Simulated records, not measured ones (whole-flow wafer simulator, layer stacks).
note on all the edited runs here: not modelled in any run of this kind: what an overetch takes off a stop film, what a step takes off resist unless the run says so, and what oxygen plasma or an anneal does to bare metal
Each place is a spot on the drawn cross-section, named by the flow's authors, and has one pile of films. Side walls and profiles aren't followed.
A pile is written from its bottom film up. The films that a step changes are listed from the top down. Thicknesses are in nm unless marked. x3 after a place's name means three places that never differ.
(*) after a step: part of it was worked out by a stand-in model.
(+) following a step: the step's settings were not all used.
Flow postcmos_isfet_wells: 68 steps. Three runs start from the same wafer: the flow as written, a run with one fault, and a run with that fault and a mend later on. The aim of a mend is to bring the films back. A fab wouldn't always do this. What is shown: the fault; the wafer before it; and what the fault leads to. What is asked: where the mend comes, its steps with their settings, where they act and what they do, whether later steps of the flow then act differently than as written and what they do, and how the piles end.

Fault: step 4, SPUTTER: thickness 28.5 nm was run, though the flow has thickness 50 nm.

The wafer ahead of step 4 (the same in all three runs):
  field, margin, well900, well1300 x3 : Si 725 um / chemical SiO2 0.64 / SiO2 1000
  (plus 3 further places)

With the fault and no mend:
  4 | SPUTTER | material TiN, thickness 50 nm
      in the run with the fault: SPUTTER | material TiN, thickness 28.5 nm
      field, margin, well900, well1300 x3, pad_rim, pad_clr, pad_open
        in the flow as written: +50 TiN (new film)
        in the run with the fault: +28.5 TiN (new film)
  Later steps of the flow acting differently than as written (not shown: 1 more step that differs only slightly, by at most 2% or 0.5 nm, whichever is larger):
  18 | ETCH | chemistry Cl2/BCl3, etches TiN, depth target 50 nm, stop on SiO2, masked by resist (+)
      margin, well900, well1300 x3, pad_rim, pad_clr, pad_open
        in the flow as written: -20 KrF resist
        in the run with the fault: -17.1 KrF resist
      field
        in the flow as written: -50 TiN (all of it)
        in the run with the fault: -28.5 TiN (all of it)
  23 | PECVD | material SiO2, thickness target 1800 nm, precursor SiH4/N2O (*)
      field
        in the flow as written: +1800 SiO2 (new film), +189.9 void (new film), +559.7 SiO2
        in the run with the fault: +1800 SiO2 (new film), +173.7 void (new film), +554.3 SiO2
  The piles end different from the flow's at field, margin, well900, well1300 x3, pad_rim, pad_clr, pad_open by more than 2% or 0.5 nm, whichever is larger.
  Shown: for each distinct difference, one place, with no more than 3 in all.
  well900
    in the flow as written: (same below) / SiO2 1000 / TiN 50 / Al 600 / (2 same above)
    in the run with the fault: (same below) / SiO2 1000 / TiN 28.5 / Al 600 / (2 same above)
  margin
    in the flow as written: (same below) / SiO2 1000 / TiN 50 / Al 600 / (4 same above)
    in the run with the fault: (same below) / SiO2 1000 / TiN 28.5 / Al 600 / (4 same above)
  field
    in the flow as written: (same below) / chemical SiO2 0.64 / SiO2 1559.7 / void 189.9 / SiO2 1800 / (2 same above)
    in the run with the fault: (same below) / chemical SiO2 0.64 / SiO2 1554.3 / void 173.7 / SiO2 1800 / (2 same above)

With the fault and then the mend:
  The mend stands after step 4.
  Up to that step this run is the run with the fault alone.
  4a | SPUTTER | material TiN, thickness 21.5 nm (a further turn of the flow's step 4, with different settings)
      field, margin, well900, well1300 x3, pad_rim, pad_clr, pad_open
        +21.5 TiN
  None of the later steps of the flow acts differently than as written at any place that is followed.
  By the end, the piles equal the flow's at every place that both follow.
